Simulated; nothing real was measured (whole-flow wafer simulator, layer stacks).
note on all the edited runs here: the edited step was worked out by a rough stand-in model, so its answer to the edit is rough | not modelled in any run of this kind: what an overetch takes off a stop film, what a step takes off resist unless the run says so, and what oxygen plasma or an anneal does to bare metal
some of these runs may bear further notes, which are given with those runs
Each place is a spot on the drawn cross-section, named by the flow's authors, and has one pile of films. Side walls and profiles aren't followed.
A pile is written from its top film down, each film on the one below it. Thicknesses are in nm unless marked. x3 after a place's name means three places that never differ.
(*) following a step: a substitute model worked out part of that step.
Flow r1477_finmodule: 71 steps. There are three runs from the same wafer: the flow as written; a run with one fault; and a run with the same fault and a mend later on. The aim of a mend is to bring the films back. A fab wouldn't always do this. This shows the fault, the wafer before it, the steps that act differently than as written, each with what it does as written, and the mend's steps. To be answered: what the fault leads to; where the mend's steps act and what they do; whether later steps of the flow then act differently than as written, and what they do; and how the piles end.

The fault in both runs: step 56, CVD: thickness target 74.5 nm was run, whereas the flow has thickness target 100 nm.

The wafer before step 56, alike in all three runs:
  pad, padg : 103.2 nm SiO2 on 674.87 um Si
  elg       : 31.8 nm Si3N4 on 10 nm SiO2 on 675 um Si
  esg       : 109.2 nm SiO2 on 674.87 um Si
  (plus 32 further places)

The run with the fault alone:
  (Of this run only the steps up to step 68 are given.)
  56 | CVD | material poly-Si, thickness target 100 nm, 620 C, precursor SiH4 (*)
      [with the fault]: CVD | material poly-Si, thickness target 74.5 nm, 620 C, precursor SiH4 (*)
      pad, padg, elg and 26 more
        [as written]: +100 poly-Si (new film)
        [with the fault]: +74.5 poly-Si (new film)
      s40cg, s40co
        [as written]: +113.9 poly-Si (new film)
        [with the fault]: +87.7 poly-Si (new film)
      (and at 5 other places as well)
  Later steps of the flow acting differently than as written (not shown: 2 more steps that differ only slightly, by at most 2% or 0.5 nm, whichever is larger):
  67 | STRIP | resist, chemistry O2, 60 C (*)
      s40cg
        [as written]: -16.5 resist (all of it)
        [with the fault]: -17.1 resist (all of it)
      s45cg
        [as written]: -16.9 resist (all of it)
        [with the fault]: -17.7 resist (all of it)
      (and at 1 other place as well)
  After step 68, at pad, padg, elg and 33 more, the piles differ from the flow's by more than 2% or 0.5 nm, whichever is larger.
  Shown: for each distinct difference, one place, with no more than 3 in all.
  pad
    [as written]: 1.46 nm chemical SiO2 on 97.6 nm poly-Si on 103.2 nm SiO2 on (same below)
    [with the fault]: 1.46 nm chemical SiO2 on 72.1 nm poly-Si on 103.2 nm SiO2 on (same below)
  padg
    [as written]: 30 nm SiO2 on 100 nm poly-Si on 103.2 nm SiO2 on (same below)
    [with the fault]: 30 nm SiO2 on 74.5 nm poly-Si on 103.2 nm SiO2 on (same below)
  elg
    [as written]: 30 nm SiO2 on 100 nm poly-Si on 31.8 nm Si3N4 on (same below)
    [with the fault]: 30 nm SiO2 on 74.5 nm poly-Si on 31.8 nm Si3N4 on (same below)

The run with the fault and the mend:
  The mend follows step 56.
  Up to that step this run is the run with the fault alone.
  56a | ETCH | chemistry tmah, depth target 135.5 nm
      pad, padg, elg and 26 more
        -74.5 poly-Si (all of it)
      s40cg, s40co
        -87.7 poly-Si (all of it)
      s45cg, s45co
        -87 poly-Si (all of it)
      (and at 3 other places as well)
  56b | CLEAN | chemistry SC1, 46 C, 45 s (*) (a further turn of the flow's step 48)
      s40sg_line, s45sg_line, s50sg_line, s40so_line, s45so_line, s50so_line
        -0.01 SiO2
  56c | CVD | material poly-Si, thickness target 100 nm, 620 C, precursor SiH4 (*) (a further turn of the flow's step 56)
      pad, padg, elg and 26 more
        +100 poly-Si (new film)
      s40cg, s40co
        +113.9 poly-Si (new film)
      s45cg, s45co
        +113.4 poly-Si (new film)
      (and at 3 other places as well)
  Later steps of the flow that are run all act as written at every place that is followed, up to a difference of at most 2% or 0.5 nm, whichever is larger.
  When the end is reached, the piles differ only a little from the flow's at the places that both follow, at most by 2% or 0.5 nm, whichever is larger.
